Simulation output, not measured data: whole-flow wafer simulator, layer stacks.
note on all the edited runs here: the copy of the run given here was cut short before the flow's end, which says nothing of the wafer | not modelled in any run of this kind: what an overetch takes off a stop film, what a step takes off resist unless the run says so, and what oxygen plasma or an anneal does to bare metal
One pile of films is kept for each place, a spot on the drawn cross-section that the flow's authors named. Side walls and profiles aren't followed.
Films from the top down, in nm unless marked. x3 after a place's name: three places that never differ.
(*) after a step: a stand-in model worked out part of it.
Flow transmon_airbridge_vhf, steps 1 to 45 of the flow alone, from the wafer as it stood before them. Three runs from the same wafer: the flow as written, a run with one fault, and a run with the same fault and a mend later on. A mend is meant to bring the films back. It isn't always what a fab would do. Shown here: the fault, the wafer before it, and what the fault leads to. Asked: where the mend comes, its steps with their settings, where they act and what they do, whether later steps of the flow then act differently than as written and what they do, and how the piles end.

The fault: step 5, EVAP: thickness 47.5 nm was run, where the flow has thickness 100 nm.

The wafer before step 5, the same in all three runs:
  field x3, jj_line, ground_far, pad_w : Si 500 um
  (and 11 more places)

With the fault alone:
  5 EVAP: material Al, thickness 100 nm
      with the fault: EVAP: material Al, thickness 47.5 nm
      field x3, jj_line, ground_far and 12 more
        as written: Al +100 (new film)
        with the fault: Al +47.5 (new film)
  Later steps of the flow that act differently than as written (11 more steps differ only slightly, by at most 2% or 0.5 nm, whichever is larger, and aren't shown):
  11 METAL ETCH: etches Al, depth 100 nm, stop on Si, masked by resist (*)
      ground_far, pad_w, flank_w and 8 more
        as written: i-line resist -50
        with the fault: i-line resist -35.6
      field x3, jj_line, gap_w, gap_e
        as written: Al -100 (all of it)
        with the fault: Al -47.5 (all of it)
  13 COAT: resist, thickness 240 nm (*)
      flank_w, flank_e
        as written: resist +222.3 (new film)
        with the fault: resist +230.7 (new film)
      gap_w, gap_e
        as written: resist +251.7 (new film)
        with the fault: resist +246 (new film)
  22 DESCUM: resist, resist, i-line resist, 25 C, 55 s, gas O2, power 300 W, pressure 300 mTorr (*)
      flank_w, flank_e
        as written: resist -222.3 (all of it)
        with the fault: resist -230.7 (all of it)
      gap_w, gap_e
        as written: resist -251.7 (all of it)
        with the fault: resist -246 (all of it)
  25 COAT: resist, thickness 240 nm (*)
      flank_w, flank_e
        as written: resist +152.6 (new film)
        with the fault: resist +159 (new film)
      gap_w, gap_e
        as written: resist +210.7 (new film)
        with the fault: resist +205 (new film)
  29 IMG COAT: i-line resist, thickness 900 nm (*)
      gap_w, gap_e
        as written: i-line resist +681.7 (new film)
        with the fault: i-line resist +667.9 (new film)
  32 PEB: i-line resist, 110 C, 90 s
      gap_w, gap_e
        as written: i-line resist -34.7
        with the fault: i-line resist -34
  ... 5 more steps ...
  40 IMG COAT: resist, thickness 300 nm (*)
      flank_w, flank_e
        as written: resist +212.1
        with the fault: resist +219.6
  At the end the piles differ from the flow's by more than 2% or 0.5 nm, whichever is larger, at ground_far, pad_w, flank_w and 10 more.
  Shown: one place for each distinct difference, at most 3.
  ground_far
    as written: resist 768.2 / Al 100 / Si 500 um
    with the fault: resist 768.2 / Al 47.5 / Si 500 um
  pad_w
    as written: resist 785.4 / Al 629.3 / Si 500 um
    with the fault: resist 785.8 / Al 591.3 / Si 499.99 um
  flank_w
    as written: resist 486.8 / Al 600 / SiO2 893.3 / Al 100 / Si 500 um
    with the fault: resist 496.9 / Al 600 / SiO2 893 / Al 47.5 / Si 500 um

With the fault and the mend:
  The mend comes after step 5.
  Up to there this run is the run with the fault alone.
  5a EVAP: material Al, thickness 52.5 nm (the flow's step 5 once more, with other settings)
      field x3, jj_line, ground_far and 12 more
        Al +52.5
  No later step of the flow acts differently than as written at any place that is followed.
  At the end the piles are the same as the flow's at every place that both follow.
